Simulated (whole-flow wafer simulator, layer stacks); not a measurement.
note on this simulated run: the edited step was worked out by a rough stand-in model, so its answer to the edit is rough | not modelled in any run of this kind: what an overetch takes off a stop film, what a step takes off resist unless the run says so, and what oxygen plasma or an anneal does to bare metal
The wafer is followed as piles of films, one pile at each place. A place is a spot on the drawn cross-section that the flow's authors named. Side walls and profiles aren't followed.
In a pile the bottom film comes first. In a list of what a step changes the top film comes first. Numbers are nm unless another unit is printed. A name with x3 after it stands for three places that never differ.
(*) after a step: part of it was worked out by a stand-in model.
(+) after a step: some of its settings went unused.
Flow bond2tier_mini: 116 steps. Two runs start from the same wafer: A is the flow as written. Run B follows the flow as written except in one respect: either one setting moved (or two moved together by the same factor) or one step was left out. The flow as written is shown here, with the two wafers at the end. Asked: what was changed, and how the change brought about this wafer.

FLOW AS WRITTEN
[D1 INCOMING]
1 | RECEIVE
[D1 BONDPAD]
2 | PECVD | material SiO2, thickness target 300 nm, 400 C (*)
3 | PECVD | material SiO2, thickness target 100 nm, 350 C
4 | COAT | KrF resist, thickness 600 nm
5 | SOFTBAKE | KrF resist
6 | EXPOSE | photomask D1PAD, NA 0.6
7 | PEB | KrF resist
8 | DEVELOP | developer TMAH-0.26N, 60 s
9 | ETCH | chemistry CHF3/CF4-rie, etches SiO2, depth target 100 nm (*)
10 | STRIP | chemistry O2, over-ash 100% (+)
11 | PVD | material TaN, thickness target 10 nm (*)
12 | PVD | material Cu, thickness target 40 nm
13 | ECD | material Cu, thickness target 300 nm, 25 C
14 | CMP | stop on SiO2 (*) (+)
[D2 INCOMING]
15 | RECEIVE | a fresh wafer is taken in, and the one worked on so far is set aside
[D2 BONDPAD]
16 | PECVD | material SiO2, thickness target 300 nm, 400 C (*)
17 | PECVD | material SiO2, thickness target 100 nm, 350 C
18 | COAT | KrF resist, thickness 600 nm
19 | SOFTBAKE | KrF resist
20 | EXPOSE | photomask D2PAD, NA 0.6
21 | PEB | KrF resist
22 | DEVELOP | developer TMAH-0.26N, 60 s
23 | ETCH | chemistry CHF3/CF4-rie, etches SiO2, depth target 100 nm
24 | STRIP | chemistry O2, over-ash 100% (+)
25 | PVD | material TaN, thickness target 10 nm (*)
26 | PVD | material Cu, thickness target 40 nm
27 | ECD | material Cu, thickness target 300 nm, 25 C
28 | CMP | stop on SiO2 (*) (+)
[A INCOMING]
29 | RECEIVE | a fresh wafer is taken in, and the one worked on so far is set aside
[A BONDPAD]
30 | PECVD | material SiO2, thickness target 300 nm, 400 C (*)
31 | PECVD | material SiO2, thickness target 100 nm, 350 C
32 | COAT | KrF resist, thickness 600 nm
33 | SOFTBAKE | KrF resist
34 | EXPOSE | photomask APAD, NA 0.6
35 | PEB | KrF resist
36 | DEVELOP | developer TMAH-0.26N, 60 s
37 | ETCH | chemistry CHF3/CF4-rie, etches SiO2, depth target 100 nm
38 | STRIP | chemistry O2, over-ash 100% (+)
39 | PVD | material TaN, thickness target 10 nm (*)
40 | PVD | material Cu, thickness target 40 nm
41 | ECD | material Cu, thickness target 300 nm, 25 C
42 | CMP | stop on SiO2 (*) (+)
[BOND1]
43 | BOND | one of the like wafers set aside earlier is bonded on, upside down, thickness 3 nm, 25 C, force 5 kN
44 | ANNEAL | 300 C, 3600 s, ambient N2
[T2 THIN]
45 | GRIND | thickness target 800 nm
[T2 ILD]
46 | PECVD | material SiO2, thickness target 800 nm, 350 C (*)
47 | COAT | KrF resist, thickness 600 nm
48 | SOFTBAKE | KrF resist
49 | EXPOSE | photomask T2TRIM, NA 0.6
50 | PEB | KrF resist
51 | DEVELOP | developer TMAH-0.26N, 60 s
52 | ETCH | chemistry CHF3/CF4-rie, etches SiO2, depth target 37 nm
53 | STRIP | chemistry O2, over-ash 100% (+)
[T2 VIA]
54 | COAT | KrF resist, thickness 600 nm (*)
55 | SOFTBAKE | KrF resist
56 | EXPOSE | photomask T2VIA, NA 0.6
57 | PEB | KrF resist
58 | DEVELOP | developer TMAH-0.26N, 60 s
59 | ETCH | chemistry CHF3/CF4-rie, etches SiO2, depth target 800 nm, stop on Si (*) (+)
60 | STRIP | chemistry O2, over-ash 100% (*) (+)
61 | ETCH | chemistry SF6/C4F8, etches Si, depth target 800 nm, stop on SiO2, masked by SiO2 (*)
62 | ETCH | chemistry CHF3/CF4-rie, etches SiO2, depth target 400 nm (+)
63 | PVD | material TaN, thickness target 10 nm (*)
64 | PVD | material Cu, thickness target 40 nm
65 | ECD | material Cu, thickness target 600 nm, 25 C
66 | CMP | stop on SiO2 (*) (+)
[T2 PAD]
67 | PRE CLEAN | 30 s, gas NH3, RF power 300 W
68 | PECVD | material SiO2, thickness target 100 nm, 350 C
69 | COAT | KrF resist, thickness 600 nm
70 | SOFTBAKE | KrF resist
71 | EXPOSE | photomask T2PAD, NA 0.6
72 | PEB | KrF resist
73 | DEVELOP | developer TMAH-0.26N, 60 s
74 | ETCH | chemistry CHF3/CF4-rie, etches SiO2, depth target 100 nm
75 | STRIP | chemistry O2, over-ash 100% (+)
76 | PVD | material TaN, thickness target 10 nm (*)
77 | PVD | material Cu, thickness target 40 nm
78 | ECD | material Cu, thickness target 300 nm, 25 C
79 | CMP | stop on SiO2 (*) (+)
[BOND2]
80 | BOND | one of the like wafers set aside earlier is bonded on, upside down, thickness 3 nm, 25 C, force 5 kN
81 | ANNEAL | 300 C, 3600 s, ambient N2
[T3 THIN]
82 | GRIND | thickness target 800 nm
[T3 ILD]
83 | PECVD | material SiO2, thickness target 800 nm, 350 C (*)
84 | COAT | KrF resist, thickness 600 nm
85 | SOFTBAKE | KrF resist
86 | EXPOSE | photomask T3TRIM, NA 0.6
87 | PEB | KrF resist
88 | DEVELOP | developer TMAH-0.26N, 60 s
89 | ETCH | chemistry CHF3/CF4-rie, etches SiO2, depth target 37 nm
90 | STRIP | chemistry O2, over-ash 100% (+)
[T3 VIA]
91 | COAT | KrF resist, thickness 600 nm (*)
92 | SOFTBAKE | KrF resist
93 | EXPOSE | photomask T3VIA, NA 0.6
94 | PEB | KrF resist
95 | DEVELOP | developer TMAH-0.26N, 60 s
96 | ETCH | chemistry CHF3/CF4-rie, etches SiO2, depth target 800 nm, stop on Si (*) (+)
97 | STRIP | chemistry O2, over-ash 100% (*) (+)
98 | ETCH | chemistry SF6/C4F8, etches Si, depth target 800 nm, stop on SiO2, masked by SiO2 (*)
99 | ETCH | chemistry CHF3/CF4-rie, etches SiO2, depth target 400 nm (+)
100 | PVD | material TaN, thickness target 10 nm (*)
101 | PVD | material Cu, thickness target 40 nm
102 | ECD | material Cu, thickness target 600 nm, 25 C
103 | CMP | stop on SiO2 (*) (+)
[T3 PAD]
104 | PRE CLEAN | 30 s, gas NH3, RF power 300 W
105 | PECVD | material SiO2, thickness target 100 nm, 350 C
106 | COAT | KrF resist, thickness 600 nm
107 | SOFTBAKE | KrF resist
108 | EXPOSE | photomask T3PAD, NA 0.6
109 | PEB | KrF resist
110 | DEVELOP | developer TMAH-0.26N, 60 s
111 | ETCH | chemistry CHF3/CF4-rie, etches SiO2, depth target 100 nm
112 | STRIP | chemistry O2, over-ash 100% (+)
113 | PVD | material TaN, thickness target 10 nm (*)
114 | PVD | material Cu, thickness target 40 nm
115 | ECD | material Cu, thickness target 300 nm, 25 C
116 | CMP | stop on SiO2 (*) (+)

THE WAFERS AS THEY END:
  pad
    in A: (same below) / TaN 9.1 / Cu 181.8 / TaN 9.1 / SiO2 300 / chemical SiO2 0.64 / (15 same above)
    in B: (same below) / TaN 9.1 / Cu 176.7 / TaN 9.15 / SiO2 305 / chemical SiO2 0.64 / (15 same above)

The reason: step 9, ETCH: depth target 95 nm was run, though the flow has depth target 100 nm.

How this came from the change, step by step:
  9 | ETCH | chemistry CHF3/CF4-rie, etches SiO2, depth target 100 nm (*)
      pad, via: A SiO2 loses 100 | B SiO2 loses 95
      field: A KrF resist loses 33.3 | B KrF resist loses 31.7
  43 | BOND | one of the like wafers set aside earlier is bonded on, upside down, thickness 3 nm, 25 C, force 5 kN
      pad: A Si gains 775 um (new film), chemical SiO2 gains 0.64 (new film), SiO2 gains 300 (new film), TaN gains 9.1 (new film), Cu gains 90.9 | B Si gains 775 um (new film), chemical SiO2 gains 0.64 (new film), SiO2 gains 305 (new film), TaN gains 9.15 (new film), Cu gains 85.9
      via: A Si gains 775 um (new film), chemical SiO2 gains 0.64 (new film), SiO2 gains 300 (new film), TaN gains 9.97 (new film), Cu gains 90 | B Si gains 775 um (new film), chemical SiO2 gains 0.64 (new film), SiO2 gains 305 (new film), TaN gains 9.98 (new film), Cu gains 85
